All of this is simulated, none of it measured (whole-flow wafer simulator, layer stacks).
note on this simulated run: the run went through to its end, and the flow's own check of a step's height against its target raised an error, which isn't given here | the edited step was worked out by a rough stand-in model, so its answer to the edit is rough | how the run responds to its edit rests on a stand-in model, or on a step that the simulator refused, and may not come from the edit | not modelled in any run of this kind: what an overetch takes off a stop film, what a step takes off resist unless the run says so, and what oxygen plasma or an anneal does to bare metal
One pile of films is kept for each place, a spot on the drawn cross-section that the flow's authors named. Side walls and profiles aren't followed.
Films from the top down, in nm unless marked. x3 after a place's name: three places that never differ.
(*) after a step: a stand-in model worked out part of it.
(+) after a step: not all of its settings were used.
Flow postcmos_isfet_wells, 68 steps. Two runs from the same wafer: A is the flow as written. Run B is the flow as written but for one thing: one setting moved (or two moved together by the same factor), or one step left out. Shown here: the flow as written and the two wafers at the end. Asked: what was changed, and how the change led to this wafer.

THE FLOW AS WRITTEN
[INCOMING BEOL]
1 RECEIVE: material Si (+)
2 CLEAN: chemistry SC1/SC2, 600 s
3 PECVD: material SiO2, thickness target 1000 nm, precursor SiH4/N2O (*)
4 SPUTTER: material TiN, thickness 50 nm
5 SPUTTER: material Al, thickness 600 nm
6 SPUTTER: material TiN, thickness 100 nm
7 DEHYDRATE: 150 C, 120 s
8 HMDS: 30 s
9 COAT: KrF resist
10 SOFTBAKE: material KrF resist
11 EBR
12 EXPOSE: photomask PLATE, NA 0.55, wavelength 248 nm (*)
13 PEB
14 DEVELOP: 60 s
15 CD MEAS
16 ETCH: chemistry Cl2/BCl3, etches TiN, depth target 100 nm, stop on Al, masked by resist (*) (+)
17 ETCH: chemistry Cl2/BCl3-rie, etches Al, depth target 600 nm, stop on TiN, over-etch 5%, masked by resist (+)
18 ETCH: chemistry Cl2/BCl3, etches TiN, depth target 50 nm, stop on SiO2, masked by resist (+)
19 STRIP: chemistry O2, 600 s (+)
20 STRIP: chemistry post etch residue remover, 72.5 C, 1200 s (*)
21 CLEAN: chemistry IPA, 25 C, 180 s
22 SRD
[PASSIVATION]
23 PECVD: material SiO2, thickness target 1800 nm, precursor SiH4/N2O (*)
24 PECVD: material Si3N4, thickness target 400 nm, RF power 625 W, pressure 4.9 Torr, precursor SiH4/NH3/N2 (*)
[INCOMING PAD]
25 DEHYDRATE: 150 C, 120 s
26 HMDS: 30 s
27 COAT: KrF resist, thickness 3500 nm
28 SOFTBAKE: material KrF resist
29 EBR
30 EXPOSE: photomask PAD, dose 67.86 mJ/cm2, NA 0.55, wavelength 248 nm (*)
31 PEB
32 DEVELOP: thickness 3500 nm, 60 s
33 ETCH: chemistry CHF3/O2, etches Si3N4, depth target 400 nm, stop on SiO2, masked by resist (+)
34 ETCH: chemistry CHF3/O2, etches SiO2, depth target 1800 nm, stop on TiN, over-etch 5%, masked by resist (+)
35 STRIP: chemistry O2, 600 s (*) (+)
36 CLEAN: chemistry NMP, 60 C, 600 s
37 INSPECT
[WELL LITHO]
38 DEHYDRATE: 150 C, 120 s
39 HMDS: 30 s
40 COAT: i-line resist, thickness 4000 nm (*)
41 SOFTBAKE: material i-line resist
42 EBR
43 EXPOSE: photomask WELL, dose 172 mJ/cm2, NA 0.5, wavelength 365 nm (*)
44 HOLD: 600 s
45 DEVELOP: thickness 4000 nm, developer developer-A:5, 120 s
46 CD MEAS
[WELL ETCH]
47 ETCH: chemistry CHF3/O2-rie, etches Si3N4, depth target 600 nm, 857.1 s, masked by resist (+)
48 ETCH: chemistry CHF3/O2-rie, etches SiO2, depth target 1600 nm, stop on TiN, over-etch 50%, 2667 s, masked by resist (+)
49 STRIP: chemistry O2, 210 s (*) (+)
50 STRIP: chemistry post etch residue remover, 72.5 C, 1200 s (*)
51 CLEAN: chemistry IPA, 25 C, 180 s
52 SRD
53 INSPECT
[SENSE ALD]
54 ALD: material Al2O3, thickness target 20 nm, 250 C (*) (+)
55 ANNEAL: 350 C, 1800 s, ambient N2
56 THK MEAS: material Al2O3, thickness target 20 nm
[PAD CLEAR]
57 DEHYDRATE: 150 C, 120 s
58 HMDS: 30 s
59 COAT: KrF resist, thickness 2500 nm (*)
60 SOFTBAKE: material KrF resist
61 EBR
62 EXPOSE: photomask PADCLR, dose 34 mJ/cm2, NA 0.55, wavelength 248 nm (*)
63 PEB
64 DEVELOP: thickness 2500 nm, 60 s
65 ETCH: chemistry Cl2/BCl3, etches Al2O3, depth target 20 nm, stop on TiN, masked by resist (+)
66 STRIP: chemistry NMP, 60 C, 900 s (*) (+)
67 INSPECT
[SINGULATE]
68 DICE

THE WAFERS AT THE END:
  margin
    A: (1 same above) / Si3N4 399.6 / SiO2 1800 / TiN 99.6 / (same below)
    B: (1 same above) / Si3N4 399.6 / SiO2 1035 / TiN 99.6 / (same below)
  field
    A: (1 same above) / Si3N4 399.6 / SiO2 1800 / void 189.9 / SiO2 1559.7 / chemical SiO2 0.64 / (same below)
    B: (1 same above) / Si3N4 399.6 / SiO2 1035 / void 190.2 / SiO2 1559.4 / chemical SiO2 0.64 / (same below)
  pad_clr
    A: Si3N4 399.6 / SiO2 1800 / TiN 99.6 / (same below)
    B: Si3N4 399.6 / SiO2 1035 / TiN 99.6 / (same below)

The cause: step 23, PECVD: thickness target 1035 nm was run, where the flow has thickness target 1800 nm.
It can be read off the wafer: margin has SiO2 1035, and step 23 as written asks for 1800 nm.

How the change led to this, step by step:
  23 PECVD: material SiO2, thickness target 1800 nm, precursor SiH4/N2O (*)
      margin, well900, well1300 x3, pad_rim, pad_clr, pad_open: A SiO2 +1800 (new film) | B SiO2 +1035 (new film)
      field: A SiO2 +1800 (new film), void +189.9 (new film), SiO2 +559.7 | B SiO2 +1035 (new film), void +190.2 (new film), SiO2 +559.4
  34 ETCH: chemistry CHF3/O2, etches SiO2, depth target 1800 nm, stop on TiN, over-etch 5%, masked by resist (+)
      field, margin, well900, well1300 x3, pad_rim, pad_clr: A KrF resist -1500 | B KrF resist -905.6
      pad_open: A SiO2 -1800 (all of it) | B SiO2 -1035 (all of it)
  35 STRIP: chemistry O2, 600 s (*) (+)
      field, margin, well900, well1300 x3, pad_rim, pad_clr: A KrF resist -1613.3 (all of it) | B KrF resist -2207.7 (all of it)
  40 COAT: i-line resist, thickness 4000 nm (*)
      pad_clr: A i-line resist +3256.8 (new film) | B i-line resist +3500.9 (new film)
      pad_open: A i-line resist +4804.7 (new film) | B i-line resist +4528.6 (new film)
  41 SOFTBAKE: material i-line resist
      pad_clr: A i-line resist -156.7 | B i-line resist -85.7
      pad_open: A i-line resist +115.3 | B i-line resist +79.1
  48 ETCH: chemistry CHF3/O2-rie, etches SiO2, depth target 1600 nm, stop on TiN, over-etch 50%, 2667 s, masked by resist (+)
      well900, well1300 x3: A SiO2 -1600 (all of it) | B SiO2 -835 (all of it)
  49 STRIP: chemistry O2, 210 s (*) (+)
      pad_clr: A i-line resist -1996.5 (all of it) | B i-line resist -2311.6 (all of it)
      pad_open: A i-line resist -3816.3 (all of it) | B i-line resist -3504.1 (all of it)
  59 COAT: KrF resist, thickness 2500 nm (*)
      field: A KrF resist +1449 (new film) | B KrF resist +1814.4 (new film)
      margin: A KrF resist +1448.9 (new film) | B KrF resist +1814.4 (new film)
      (and at 3 more places)
  60 SOFTBAKE: material KrF resist
      pad_clr: A KrF resist -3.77 | B KrF resist -2.8
  63 PEB
      field, margin: A KrF resist -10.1 | B KrF resist -12.7
      pad_rim: A KrF resist -13.9 | B KrF resist -15.2
      (and at 2 more places)
  64 DEVELOP: thickness 2500 nm, 60 s
      pad_clr: A KrF resist -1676 (all of it) | B KrF resist -1939.2 (all of it)
      pad_open: A KrF resist -3045.1 (all of it) | B KrF resist -2850.7 (all of it)
  66 STRIP: chemistry NMP, 60 C, 900 s (*) (+)
      field: A KrF resist -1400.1 (all of it) | B KrF resist -1763 (all of it)
      margin: A KrF resist -1400.1 (all of it) | B KrF resist -1762.9 (all of it)
      (and at 1 more place)
